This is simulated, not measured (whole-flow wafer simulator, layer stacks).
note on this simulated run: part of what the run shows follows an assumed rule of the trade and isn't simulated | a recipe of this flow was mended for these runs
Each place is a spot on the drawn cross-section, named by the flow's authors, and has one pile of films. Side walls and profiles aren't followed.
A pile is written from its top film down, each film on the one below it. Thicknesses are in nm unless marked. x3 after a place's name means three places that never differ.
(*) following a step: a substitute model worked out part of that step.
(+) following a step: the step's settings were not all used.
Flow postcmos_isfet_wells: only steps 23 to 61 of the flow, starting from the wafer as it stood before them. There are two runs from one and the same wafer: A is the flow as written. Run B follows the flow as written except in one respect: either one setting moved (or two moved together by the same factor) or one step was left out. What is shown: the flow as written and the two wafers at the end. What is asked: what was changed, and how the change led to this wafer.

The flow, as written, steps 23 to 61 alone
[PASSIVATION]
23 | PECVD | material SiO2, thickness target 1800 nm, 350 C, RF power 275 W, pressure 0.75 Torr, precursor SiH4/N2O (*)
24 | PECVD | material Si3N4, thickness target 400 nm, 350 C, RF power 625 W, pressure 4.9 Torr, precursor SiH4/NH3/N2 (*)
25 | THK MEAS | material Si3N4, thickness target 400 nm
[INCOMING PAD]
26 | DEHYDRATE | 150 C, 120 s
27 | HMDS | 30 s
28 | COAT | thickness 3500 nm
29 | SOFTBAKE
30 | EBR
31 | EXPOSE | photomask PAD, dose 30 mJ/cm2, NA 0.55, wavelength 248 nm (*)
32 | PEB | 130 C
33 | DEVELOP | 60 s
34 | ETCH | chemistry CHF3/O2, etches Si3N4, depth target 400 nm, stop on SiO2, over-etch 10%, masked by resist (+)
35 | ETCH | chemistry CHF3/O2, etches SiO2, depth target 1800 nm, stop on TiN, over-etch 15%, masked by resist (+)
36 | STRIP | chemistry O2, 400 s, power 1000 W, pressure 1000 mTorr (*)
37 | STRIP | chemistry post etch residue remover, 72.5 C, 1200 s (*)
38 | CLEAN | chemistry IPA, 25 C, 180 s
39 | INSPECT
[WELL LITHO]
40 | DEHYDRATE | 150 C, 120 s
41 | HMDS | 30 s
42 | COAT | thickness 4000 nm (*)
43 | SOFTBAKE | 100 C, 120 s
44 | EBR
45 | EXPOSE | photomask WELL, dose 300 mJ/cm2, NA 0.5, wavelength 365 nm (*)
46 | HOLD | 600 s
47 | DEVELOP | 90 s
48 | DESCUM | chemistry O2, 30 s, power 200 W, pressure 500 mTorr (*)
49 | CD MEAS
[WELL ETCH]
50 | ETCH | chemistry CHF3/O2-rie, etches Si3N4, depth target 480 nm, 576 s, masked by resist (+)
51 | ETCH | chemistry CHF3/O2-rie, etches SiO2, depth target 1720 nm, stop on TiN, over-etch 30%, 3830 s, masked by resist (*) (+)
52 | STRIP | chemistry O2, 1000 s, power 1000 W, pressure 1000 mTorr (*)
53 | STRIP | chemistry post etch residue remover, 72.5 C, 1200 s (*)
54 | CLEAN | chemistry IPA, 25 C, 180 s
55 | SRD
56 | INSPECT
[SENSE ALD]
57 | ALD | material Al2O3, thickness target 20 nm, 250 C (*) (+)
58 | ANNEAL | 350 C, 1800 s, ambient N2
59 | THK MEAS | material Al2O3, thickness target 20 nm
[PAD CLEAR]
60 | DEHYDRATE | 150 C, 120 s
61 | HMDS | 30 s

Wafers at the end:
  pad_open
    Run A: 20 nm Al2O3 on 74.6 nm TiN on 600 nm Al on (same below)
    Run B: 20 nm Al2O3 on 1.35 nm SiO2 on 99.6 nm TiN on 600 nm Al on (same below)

Cause: step 34, ETCH: depth target 128.7 nm was run, though the flow has depth target 400 nm.

The path from the change to this, step by step:
  34 | ETCH | chemistry CHF3/O2, etches Si3N4, depth target 400 nm, stop on SiO2, over-etch 10%, masked by resist (+)
      pad_open: A Si3N4 loses 400 (all of it), SiO2 loses 20 | B Si3N4 loses 141.6
      field, margin x2, well900 x4, pad_clr: A thick-KrF-resist loses 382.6 | B thick-KrF-resist loses 123.1
  35 | ETCH | chemistry CHF3/O2, etches SiO2, depth target 1800 nm, stop on TiN, over-etch 15%, masked by resist (+)
      pad_open: A SiO2 loses 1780 (all of it), TiN loses 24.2 | B Si3N4 loses 258.4 (all of it), SiO2 loses 1798.6
  36 | STRIP | chemistry O2, 400 s, power 1000 W, pressure 1000 mTorr (*)
      field, margin x2, well900 x4, pad_clr: A thick-KrF-resist loses 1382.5 (all of it) | B thick-KrF-resist loses 1622.9 (all of it)
